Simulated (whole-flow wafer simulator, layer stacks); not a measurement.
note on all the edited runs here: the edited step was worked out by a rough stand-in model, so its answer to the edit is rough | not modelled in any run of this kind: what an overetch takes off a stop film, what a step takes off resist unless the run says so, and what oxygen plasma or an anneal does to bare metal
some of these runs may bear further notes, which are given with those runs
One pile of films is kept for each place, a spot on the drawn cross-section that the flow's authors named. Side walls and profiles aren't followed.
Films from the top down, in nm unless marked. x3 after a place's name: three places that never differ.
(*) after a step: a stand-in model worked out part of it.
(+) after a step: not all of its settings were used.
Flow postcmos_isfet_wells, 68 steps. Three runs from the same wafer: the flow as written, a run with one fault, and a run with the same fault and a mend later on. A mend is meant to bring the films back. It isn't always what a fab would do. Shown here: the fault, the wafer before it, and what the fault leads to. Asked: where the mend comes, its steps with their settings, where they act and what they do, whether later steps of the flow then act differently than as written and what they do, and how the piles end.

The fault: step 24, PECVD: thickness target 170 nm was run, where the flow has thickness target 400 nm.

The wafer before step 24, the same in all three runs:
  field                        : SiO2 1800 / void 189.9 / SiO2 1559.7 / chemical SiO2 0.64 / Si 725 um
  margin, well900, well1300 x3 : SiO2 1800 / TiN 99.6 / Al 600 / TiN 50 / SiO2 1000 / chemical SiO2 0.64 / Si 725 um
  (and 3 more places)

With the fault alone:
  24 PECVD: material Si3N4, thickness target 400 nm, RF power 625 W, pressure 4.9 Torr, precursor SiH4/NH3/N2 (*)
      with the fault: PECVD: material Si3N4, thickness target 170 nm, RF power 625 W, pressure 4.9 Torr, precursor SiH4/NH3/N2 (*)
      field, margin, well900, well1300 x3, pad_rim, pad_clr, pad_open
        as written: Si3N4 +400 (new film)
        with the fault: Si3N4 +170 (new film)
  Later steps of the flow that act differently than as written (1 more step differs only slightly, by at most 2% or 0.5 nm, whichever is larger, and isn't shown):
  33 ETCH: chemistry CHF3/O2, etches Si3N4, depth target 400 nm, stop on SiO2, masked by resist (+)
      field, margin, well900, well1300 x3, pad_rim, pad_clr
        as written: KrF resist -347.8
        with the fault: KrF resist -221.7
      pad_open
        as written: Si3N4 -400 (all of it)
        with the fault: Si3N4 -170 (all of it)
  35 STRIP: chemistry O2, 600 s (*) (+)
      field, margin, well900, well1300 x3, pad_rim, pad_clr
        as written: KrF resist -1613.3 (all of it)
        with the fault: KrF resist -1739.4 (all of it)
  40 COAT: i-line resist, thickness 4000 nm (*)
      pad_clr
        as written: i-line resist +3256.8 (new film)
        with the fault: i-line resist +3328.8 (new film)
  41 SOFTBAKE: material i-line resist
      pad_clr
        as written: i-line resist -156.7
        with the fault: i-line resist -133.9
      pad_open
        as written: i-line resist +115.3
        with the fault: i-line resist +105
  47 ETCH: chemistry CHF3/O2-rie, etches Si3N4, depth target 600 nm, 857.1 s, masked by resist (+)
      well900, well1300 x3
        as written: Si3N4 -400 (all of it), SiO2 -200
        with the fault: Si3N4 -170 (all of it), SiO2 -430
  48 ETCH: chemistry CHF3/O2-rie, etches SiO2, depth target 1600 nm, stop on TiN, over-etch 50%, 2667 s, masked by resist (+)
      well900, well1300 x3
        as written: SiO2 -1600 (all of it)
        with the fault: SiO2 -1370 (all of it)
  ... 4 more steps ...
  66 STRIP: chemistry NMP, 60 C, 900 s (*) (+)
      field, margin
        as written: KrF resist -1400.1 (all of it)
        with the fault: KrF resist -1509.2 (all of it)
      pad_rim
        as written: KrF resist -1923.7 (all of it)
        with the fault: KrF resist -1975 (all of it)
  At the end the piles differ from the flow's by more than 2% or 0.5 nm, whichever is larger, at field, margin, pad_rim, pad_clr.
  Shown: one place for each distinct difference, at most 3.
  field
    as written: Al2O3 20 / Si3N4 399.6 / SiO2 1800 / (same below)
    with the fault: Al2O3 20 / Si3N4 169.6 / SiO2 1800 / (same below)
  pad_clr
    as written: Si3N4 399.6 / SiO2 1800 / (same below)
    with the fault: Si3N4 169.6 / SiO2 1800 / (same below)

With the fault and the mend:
  The mend comes after step 24.
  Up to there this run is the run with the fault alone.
  24a PECVD: material Si3N4, thickness target 230 nm, RF power 625 W, pressure 4.9 Torr, precursor SiH4/NH3/N2 (*) (the flow's step 24 once more, with other settings)
      field, margin, well900, well1300 x3, pad_rim, pad_clr, pad_open
        Si3N4 +230
  No later step of the flow acts differently than as written at any place that is followed.
  At the end the piles are the same as the flow's at every place that both follow.
